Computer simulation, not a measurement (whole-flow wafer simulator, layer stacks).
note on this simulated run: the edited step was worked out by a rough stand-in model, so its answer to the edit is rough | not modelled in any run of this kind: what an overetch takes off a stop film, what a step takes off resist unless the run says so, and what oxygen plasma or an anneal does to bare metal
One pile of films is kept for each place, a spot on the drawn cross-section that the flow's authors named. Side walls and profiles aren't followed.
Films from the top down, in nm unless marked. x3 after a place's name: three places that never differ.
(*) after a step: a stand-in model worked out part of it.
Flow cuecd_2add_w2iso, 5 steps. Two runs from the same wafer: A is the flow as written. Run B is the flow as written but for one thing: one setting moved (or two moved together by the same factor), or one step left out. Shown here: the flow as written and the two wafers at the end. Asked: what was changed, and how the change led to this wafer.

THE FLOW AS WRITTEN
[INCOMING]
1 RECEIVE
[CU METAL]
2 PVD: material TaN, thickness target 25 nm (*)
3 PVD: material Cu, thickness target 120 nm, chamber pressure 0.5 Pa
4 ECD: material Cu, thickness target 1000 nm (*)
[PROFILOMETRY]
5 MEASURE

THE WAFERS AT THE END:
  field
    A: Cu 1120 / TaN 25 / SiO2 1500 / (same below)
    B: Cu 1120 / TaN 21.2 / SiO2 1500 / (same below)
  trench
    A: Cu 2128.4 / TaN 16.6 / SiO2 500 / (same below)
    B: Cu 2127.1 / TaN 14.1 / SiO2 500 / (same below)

The cause: step 2, PVD: thickness target 21.2 nm was run, where the flow has thickness target 25 nm.
It can be read off the wafer: field has TaN 21.2, and step 2 as written asks for 25 nm.

How the change led to this, step by step:
  2 PVD: material TaN, thickness target 25 nm (*)
      field: A TaN +25 (new film) | B TaN +21.2 (new film)
      trench: A TaN +16.6 (new film) | B TaN +14.1 (new film)
